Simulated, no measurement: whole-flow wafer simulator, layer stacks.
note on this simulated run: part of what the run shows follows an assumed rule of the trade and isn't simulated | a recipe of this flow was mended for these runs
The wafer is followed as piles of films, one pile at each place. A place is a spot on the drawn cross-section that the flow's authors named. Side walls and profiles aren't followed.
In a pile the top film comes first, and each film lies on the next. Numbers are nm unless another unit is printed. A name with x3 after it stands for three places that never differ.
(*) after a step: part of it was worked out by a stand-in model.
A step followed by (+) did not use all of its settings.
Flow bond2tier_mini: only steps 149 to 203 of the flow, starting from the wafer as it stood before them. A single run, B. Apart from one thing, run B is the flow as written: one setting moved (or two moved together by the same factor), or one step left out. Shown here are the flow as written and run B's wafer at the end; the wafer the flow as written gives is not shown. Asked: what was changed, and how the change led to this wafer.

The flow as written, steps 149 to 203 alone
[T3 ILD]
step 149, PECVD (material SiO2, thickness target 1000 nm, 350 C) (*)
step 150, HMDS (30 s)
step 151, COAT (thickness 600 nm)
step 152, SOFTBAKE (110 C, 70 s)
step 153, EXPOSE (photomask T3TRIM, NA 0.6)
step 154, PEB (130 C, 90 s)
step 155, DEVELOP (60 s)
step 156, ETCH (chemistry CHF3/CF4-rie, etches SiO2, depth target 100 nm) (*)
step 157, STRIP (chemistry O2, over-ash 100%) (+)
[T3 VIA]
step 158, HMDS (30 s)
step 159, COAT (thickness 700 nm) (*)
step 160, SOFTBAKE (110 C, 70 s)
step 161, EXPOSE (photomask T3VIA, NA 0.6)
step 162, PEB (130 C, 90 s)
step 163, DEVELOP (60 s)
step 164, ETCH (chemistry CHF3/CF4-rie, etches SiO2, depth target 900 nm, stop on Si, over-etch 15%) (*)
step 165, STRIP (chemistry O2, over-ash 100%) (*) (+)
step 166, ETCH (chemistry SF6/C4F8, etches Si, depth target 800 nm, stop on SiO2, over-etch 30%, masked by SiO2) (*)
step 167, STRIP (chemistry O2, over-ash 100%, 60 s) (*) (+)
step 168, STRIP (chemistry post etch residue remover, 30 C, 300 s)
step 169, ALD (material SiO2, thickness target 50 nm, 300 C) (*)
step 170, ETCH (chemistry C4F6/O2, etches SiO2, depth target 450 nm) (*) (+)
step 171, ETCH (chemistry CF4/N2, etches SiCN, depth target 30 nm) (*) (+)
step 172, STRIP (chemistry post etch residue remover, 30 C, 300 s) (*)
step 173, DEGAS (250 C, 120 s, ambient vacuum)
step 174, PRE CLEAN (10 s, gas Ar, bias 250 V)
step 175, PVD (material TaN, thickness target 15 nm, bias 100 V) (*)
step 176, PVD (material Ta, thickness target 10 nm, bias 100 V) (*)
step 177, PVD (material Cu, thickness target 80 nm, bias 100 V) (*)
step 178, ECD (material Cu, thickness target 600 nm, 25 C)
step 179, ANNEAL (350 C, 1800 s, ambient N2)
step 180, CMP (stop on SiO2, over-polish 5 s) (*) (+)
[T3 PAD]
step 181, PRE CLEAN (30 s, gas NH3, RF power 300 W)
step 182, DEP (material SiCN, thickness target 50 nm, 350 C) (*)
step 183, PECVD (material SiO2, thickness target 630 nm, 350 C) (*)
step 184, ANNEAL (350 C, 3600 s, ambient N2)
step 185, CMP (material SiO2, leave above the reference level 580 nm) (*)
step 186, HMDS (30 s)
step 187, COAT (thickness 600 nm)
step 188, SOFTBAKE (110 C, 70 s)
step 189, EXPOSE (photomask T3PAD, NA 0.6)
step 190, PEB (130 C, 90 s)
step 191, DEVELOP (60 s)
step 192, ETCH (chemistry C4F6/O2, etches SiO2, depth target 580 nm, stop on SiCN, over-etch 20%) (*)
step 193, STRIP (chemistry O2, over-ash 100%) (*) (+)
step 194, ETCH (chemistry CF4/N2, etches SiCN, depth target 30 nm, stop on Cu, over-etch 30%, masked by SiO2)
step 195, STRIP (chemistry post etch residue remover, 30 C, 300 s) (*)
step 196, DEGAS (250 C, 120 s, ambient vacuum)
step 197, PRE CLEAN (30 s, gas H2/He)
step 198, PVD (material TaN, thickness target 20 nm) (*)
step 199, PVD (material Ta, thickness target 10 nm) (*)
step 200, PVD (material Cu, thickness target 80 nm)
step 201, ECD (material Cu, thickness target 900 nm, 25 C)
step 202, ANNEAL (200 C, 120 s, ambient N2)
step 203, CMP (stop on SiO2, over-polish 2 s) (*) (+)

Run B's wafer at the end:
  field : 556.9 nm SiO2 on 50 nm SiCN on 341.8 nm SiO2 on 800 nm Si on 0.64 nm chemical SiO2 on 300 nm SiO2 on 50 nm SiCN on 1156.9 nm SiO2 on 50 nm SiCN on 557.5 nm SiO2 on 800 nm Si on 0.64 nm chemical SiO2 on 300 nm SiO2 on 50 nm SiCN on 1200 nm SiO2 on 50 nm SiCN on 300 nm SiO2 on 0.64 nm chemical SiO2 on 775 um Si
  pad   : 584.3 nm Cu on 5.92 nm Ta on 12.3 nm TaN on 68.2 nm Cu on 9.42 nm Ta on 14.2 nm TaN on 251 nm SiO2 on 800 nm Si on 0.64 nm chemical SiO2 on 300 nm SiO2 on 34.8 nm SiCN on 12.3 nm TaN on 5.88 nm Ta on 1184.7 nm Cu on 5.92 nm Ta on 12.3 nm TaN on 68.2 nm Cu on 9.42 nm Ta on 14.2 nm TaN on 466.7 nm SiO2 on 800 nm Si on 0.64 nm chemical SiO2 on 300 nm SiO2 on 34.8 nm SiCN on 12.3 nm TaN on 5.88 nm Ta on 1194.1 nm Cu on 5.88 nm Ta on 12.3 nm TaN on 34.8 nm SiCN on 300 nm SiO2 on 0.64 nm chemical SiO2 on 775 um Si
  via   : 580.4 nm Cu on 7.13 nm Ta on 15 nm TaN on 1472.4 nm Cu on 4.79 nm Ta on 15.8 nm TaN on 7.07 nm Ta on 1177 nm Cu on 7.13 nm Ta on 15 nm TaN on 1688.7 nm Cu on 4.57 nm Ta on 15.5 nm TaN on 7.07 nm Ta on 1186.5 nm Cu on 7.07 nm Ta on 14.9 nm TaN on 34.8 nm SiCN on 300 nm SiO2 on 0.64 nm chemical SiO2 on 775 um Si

The reason: step 149, PECVD: thickness target 784 nm was run, though the flow has thickness target 1000 nm.

The path from the change to this, step by step:
  step 149, PECVD (material SiO2, thickness target 1000 nm, 350 C) (*)
      field, pad, via: +784 SiO2 (new film) (as written it would have been: +1000 SiO2 (new film))
  step 164, ETCH (chemistry CHF3/CF4-rie, etches SiO2, depth target 900 nm, stop on Si, over-etch 15%) (*)
      field, pad: -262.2 thick-KrF-resist (as written it would have been: -345 thick-KrF-resist)
      via: -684 SiO2 (all of it), -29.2 Si (as written it would have been: -900 SiO2 (all of it), -11.2 Si)
  step 165, STRIP (chemistry O2, over-ash 100%) (*) (+)
      field: -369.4 thick-KrF-resist (all of it) (as written it would have been: -286.6 thick-KrF-resist (all of it))
      pad: -455.7 thick-KrF-resist (all of it) (as written it would have been: -372.9 thick-KrF-resist (all of it))
  step 166, ETCH (chemistry SF6/C4F8, etches Si, depth target 800 nm, stop on SiO2, over-etch 30%, masked by SiO2) (*)
      via: -770.8 Si (all of it), -0.64 chemical SiO2 (all of it), -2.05 SiO2 (as written it would have been: -788.8 Si (all of it), -0.64 chemical SiO2 (all of it), -1.87 SiO2)
  step 177, PVD (material Cu, thickness target 80 nm, bias 100 V) (*)
      via: +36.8 Cu (new film) (as written it would have been: +35 Cu (new film))
  step 178, ECD (material Cu, thickness target 600 nm, 25 C)
      via: +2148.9 Cu (as written it would have been: +2367 Cu)
